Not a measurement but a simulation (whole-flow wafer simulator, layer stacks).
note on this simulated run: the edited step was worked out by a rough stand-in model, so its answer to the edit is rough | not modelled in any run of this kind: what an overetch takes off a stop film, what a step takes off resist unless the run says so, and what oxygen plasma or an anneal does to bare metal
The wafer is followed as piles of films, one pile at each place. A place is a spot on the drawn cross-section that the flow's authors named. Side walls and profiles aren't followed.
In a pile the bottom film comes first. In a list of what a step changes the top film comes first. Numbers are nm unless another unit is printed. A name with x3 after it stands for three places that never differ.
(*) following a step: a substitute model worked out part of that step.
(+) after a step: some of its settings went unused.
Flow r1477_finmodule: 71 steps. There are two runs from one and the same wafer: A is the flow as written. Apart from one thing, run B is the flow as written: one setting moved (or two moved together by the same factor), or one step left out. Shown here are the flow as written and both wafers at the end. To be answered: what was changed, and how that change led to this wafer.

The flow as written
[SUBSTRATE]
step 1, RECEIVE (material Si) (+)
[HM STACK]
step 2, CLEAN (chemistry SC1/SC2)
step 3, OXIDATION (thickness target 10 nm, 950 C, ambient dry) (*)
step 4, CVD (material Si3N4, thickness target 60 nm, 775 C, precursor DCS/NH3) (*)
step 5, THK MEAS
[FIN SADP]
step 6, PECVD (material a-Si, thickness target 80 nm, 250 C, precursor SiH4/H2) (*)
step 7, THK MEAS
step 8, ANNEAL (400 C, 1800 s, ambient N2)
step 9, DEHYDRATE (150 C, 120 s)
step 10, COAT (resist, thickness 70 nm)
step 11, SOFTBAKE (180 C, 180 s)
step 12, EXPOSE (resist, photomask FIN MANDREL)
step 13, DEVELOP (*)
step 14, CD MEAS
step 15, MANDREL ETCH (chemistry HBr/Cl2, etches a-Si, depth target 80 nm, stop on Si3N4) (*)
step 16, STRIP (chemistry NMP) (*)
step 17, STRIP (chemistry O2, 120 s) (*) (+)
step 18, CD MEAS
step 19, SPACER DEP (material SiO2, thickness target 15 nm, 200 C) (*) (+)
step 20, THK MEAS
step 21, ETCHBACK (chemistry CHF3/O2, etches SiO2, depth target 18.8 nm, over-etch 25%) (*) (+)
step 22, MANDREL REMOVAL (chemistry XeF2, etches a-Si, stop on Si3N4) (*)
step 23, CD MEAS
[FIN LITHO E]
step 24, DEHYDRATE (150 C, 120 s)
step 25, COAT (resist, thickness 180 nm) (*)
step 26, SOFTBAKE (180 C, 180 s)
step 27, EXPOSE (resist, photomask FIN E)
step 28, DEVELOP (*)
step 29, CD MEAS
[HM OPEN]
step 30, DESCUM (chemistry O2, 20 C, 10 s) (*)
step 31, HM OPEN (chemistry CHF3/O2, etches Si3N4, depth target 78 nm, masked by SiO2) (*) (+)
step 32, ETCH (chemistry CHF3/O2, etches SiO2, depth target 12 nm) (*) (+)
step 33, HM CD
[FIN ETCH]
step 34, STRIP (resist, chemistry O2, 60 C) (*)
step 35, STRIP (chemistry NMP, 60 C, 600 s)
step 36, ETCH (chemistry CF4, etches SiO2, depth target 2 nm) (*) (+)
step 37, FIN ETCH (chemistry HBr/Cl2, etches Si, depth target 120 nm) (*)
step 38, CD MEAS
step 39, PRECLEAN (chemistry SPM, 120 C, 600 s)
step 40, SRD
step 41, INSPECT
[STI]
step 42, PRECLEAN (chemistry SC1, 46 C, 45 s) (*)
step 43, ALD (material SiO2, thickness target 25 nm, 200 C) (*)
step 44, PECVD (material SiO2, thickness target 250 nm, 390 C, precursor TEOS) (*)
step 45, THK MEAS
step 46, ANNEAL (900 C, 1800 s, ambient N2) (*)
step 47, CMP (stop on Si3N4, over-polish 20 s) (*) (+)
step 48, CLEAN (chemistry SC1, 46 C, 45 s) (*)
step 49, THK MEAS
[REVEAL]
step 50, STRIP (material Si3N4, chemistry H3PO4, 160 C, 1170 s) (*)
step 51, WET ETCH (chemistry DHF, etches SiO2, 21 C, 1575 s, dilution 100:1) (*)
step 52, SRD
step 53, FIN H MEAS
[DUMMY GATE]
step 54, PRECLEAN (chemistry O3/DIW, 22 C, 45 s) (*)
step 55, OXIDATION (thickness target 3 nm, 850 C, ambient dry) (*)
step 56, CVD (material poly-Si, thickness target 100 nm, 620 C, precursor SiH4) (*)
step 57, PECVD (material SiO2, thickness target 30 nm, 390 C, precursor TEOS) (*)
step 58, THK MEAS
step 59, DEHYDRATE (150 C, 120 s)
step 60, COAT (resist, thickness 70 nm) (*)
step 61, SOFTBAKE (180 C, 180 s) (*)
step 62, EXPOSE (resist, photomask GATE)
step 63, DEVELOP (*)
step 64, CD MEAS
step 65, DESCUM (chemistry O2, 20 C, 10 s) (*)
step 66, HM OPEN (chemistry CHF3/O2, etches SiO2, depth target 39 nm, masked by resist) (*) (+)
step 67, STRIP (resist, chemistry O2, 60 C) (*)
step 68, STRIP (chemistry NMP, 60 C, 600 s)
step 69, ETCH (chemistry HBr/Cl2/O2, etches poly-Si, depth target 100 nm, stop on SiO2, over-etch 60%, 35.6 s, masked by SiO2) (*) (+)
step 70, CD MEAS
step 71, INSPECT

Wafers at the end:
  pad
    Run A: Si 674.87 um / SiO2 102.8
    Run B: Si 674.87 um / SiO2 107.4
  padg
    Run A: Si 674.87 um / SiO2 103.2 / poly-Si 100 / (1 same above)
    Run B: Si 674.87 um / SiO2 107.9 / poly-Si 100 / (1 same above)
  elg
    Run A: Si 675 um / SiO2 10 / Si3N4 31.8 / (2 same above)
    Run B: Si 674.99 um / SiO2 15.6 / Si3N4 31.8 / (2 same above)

Cause: step 3, OXIDATION: thickness target 15.6 nm was run, whereas the flow has thickness target 10 nm.
The wafer itself shows it: elg has SiO2 15.6, and step 3 as written asks for 10 nm.

Step by step, how the change led to this:
  step 3, OXIDATION (thickness target 10 nm, 950 C, ambient dry) (*)
      pad, padg, elg and 33 more: A SiO2 gains 10 (new film), chemical SiO2 loses 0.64 (all of it), Si loses 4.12 | B SiO2 gains 15.6 (new film), chemical SiO2 loses 0.64 (all of it), Si loses 6.58
  step 31, HM OPEN (chemistry CHF3/O2, etches Si3N4, depth target 78 nm, masked by SiO2) (*) (+)
      pad, padg, esg and 13 more: A Si3N4 loses 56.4 (all of it), SiO2 loses 10 (all of it) | B Si3N4 loses 56.4 (all of it), SiO2 loses 10.8
  step 32, ETCH (chemistry CHF3/O2, etches SiO2, depth target 12 nm) (*) (+)
      pad, padg, e40sg and 11 more: A Si loses 2.4 | B SiO2 loses 4.79 (all of it), Si loses 1.44
      esg, eso: A Si loses 1.77 | B SiO2 loses 4.79 (all of it), Si loses 1.44
      (also at 6 further places)
  step 43, ALD (material SiO2, thickness target 25 nm, 200 C) (*)
      esg: A SiO2 gains 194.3 (new film) | B SiO2 gains 199.5 (new film)
  step 47, CMP (stop on Si3N4, over-polish 20 s) (*) (+)
      pad, padg, e40sg and 11 more: A SiO2 loses 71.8 | B SiO2 loses 67.1
      eso: A SiO2 loses 72.4 | B SiO2 loses 67.1
  step 51, WET ETCH (chemistry DHF, etches SiO2, 21 C, 1575 s, dilution 100:1) (*)
      s40sg_line, s45sg_line, s50sg_line, s40so_line, s45so_line, s50so_line: A SiO2 loses 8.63 (all of it) | B SiO2 loses 14.2 (all of it)
  step 56, CVD (material poly-Si, thickness target 100 nm, 620 C, precursor SiH4) (*)
      s40cg, s40co: A poly-Si gains 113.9 (new film) | B poly-Si gains 108.3 (new film)
      s45cg, s45co: A poly-Si gains 113.4 (new film) | B poly-Si gains 107.8 (new film)
      (also at 2 further places)
  step 60, COAT (resist, thickness 70 nm) (*)
      s40sg, s40so: A resist gains 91 (new film) | B resist gains 85.7 (new film)
      s45sg, s45so: A resist gains 91 (new film) | B resist gains 85.6 (new film)
      (also at 2 further places)
  step 63, DEVELOP (*)
      s40so: A resist loses 91 (all of it) | B resist loses 85.7 (all of it)
      s45so: A resist loses 91 (all of it) | B resist loses 85.6 (all of it)
      (also at 1 further place)
  step 67, STRIP (resist, chemistry O2, 60 C) (*)
      s40sg: A resist loses 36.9 (all of it) | B resist loses 31.6 (all of it)
      s45sg: A resist loses 36.9 (all of it) | B resist loses 31.5 (all of it)
      (also at 1 further place)
  step 69, ETCH (chemistry HBr/Cl2/O2, etches poly-Si, depth target 100 nm, stop on SiO2, over-etch 60%, 35.6 s, masked by SiO2) (*) (+)
      s40co: A chemical SiO2 loses 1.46 (all of it), poly-Si loses 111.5 (all of it), SiO2 loses 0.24 | B chemical SiO2 loses 1.46 (all of it), poly-Si loses 105.9 (all of it), SiO2 loses 0.27
      s45co: A chemical SiO2 loses 1.46 (all of it), poly-Si loses 110.9 (all of it), SiO2 loses 0.25 | B chemical SiO2 loses 1.46 (all of it), poly-Si loses 105.3 (all of it), SiO2 loses 0.27
      (also at 1 further place)
